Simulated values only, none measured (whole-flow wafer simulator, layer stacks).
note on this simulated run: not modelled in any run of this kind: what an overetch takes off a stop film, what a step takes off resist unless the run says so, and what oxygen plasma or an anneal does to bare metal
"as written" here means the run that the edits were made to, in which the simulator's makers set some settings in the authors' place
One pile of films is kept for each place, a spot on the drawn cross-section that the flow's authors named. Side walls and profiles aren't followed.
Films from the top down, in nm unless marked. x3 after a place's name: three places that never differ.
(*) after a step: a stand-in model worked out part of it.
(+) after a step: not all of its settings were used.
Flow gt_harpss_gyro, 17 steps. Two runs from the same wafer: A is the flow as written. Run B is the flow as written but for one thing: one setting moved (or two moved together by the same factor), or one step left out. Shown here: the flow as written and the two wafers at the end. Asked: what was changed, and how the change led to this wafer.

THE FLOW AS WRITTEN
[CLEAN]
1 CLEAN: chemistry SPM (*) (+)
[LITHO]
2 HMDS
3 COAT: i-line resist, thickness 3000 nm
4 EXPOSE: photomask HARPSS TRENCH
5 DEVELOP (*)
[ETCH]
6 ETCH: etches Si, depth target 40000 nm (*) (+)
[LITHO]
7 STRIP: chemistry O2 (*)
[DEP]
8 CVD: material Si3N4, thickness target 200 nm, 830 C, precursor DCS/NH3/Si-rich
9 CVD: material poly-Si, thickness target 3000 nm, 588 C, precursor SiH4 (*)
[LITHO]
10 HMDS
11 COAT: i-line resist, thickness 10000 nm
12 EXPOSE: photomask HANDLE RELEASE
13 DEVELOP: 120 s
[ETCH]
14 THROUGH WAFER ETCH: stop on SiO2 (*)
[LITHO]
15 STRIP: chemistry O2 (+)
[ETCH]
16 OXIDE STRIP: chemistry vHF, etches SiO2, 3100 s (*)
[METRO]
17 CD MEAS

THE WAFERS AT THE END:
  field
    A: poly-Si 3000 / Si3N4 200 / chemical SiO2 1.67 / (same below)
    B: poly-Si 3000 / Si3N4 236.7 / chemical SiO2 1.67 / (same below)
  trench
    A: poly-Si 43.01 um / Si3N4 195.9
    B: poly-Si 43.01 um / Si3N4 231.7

The cause: step 8, CVD: thickness target 236.7 nm was run, where the flow has thickness target 200 nm.
It can be read off the wafer: field has Si3N4 236.7, and step 8 as written asks for 200 nm.

How the change led to this, step by step:
  8 CVD: material Si3N4, thickness target 200 nm, 830 C, precursor DCS/NH3/Si-rich
      field: A Si3N4 +200 (new film) | B Si3N4 +236.7 (new film)
      trench: A Si3N4 +195.9 (new film) | B Si3N4 +231.7 (new film)
